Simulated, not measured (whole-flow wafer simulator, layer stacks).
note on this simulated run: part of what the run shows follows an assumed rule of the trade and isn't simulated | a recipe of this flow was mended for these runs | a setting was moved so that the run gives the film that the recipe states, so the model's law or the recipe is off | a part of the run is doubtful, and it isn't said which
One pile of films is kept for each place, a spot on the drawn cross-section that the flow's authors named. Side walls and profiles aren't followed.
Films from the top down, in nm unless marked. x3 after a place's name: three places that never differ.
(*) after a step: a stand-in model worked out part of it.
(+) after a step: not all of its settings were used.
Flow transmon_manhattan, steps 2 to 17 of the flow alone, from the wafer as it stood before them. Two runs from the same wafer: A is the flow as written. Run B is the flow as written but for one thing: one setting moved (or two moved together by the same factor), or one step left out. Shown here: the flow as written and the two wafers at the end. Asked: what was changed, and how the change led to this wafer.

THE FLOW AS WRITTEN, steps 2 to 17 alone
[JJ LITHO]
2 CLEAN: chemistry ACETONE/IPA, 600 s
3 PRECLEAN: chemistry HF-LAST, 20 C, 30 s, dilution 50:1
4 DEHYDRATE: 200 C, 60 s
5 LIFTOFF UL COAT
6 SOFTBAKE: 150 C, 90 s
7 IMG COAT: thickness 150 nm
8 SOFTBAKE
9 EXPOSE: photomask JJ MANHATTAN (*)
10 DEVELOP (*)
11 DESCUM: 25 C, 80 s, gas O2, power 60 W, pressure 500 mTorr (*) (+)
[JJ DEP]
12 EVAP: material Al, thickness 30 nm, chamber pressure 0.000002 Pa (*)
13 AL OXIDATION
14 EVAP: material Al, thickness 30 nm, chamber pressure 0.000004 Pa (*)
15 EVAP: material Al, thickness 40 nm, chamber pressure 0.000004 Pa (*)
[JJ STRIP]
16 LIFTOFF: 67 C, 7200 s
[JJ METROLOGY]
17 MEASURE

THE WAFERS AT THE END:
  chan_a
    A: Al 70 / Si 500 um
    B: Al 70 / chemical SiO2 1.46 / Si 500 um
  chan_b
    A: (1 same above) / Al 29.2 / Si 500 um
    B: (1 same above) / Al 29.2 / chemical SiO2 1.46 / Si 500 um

The cause: step 7, IMG COAT: thickness 150 nm, was left out.

How the change led to this, step by step:
  10 DEVELOP (*)
      chan_a, chan_b: A e-beam-resist -150 (all of it), copolymer-underlayer -500 (all of it) | B copolymer-underlayer -500 (all of it)
  11 DESCUM: 25 C, 80 s, gas O2, power 60 W, pressure 500 mTorr (*) (+)
      chan_a, chan_b: A nothing | B chemical SiO2 +1.46 (new film), Si -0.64
      field: A e-beam-resist -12 | B copolymer-underlayer -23
  16 LIFTOFF: 67 C, 7200 s
      field: A Al -70 (all of it), Al2O3 -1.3 (all of it), Al -29.2 (all of it), e-beam-resist -138 (all of it), copolymer-underlayer -500 (all of it) | B Al -70 (all of it), Al2O3 -1.3 (all of it), Al -29.2 (all of it), copolymer-underlayer -477 (all of it)
